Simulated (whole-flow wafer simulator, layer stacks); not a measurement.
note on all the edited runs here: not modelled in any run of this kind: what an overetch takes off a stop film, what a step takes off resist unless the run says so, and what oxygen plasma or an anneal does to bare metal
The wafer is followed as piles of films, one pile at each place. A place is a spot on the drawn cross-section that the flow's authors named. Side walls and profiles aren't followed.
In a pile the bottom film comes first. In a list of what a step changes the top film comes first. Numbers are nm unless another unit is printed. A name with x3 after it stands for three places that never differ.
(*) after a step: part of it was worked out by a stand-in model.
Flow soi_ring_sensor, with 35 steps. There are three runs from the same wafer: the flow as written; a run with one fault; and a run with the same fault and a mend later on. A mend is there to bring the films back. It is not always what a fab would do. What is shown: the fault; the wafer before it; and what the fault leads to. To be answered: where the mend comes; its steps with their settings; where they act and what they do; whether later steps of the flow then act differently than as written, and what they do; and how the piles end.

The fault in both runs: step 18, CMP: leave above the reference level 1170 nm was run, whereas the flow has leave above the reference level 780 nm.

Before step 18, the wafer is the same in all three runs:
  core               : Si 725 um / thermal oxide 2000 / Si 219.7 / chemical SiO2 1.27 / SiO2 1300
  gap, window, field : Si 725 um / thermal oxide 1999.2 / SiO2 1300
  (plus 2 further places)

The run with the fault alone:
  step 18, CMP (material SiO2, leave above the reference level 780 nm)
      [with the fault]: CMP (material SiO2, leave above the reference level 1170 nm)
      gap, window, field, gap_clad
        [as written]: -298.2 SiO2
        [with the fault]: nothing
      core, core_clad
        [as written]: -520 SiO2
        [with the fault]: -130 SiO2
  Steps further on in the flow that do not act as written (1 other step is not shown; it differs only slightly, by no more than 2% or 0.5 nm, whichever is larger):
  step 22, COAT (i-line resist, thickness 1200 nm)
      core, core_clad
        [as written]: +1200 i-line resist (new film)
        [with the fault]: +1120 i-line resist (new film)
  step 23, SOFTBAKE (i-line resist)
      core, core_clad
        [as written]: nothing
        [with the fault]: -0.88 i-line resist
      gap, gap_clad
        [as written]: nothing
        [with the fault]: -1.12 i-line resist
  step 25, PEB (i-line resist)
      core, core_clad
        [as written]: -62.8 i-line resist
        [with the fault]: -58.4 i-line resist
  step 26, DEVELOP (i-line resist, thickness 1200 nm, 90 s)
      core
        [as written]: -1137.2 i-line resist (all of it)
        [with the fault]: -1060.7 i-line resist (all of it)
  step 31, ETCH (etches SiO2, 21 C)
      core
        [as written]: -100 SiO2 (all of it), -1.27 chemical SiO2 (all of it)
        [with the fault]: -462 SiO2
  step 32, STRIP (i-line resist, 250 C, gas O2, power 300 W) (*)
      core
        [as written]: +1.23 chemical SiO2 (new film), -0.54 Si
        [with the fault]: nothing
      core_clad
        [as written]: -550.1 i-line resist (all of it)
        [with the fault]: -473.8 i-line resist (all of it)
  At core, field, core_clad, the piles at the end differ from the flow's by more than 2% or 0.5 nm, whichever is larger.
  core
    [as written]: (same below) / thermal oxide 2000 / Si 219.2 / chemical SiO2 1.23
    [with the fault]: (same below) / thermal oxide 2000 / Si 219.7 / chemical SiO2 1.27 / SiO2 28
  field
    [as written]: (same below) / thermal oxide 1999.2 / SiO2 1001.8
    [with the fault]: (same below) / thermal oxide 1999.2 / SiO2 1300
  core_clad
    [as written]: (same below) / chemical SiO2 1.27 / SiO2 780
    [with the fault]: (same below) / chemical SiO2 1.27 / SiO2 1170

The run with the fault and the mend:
  The mend follows step 19.
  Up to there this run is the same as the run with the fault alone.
  step 19a, CMP (material SiO2, leave above the reference level 780 nm) (the flow's step 18 again)
      gap, window, field, gap_clad
        -298.2 SiO2
      core, core_clad
        -390 SiO2
  None of the later steps of the flow acts differently than as written at any place that is followed.
  The piles end the same as the flow's at every place that both follow.
